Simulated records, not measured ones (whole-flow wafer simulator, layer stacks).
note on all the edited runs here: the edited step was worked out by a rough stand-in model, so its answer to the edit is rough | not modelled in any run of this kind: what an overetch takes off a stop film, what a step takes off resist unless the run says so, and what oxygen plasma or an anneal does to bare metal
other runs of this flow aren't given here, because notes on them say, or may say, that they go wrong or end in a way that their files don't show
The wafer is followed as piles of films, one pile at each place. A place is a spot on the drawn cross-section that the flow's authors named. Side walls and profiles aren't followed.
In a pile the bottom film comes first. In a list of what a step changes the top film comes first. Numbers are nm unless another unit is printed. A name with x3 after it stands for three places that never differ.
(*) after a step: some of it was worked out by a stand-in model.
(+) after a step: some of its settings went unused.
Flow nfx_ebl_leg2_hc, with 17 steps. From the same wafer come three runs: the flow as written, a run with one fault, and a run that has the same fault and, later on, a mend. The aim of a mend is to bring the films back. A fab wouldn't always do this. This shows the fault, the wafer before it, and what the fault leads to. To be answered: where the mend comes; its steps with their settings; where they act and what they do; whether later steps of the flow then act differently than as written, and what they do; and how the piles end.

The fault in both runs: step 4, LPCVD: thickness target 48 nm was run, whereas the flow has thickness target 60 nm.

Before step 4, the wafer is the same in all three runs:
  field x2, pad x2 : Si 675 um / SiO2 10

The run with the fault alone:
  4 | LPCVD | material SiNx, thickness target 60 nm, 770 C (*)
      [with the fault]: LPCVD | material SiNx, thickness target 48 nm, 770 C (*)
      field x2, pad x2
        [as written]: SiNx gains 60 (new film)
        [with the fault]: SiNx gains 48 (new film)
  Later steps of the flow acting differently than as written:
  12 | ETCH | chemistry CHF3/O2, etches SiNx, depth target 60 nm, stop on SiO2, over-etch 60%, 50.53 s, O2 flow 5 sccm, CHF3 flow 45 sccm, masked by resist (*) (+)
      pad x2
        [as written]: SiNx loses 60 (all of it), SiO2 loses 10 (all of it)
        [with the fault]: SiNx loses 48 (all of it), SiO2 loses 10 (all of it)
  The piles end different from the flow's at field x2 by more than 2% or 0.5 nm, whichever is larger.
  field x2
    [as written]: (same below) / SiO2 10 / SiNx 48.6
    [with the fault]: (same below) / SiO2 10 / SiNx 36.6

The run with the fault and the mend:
  After step 5 comes the mend.
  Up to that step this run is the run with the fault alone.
  5a | LPCVD | material SiNx, thickness target 12 nm, 770 C (*) (a further turn of the flow's step 4, with different settings)
      field x2, pad x2
        SiNx gains 12
  None of the later steps of the flow acts differently than as written at any place that is followed.
  By the end, the piles equal the flow's at every place that both follow.
